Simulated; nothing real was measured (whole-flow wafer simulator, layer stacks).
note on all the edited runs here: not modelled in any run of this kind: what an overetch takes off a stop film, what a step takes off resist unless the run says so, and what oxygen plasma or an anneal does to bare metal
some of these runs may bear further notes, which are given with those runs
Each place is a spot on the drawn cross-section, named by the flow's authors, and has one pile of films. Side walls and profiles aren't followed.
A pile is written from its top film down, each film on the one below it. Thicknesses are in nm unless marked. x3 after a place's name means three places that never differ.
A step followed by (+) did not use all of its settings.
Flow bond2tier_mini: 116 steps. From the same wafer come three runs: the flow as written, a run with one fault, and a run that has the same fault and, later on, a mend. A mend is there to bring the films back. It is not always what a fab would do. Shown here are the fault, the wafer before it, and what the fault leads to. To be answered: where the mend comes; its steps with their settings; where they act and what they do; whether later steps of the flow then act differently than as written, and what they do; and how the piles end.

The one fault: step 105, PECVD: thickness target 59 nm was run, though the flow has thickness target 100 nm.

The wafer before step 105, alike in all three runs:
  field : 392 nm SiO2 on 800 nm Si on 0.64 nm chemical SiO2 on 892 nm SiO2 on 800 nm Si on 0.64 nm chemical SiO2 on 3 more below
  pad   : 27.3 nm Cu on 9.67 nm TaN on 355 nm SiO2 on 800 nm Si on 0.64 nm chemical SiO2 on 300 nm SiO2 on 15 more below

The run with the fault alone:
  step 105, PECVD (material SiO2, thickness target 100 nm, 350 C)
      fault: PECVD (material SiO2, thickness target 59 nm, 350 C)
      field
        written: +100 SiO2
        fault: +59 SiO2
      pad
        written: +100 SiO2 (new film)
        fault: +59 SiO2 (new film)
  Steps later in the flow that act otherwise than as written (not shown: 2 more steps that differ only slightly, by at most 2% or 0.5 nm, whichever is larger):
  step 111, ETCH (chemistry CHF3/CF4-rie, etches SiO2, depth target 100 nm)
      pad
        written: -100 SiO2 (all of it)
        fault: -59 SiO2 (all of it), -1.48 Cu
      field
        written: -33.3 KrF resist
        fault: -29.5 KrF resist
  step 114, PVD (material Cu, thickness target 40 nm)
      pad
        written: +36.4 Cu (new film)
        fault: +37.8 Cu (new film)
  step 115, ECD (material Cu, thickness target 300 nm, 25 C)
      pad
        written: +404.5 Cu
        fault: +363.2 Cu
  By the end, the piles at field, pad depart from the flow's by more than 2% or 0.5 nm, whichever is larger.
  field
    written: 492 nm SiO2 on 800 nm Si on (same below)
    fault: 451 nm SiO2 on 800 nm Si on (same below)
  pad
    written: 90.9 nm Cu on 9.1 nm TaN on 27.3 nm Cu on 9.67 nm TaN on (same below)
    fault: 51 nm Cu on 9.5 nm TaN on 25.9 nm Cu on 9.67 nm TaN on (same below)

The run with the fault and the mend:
  The mend follows step 110.
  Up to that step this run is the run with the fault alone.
  step 110a, STRIP (chemistry O2, over-ash 100%) (+)
      field
        -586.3 KrF resist (all of it)
  step 110b, PECVD (material SiO2, thickness target 41 nm, 350 C) (the flow's step 105 again, with other settings)
      field, pad
        +41 SiO2
  step 110c, COAT (KrF resist, thickness 600 nm) (the flow's step 106 again)
      field, pad
        +600 KrF resist (new film)
  step 110d, SOFTBAKE (KrF resist) (the flow's step 107 again)
      alters no film at any place that is followed
  step 110e, EXPOSE (photomask T3PAD, NA 0.6) (the flow's step 108 again)
      alters no film at any place that is followed
  step 110f, PEB (KrF resist) (the flow's step 109 again)
      alters no film at any place that is followed
  step 110g, DEVELOP (developer TMAH-0.26N, 60 s) (the flow's step 110 again)
      field
        -13.7 KrF resist
      pad
        -600 KrF resist (all of it)
  Every later step of the flow that is run acts as written at every place that is followed.
  At every place that both follow, the piles at the end match the flow's.
